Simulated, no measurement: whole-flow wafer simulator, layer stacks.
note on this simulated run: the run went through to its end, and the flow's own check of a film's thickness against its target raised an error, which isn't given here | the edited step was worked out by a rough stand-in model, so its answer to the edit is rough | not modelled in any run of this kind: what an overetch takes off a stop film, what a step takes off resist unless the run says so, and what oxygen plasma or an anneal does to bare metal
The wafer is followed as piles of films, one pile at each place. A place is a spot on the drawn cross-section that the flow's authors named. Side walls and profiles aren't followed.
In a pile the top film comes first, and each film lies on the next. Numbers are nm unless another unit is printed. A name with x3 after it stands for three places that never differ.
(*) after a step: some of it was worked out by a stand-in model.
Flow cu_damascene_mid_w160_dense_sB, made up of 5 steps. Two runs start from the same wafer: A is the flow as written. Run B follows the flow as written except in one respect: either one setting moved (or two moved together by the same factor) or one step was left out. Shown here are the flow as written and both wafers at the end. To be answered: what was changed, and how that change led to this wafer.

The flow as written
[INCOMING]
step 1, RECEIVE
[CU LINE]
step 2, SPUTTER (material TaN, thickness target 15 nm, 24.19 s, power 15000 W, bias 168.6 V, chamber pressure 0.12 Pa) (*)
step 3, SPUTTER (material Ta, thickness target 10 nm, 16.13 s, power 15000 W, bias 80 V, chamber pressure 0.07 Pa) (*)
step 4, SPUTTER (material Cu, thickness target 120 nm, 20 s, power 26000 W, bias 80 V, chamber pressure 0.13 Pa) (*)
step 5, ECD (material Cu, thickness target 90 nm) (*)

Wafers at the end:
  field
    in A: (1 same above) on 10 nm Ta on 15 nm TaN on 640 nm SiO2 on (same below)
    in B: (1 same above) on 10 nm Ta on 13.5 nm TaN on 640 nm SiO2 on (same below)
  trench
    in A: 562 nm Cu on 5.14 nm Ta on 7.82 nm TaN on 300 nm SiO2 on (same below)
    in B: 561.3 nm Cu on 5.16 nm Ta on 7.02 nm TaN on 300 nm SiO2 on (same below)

What caused this: step 2, SPUTTER: power 13480 W was run, while the flow as written has power 15000 W.

The path from the change to this, step by step:
  step 2, SPUTTER (material TaN, thickness target 15 nm, 24.19 s, power 15000 W, bias 168.6 V, chamber pressure 0.12 Pa) (*)
      field: A TaN gains 15 (new film) | B TaN gains 13.5 (new film)
      trench: A TaN gains 7.82 (new film) | B TaN gains 7.02 (new film)
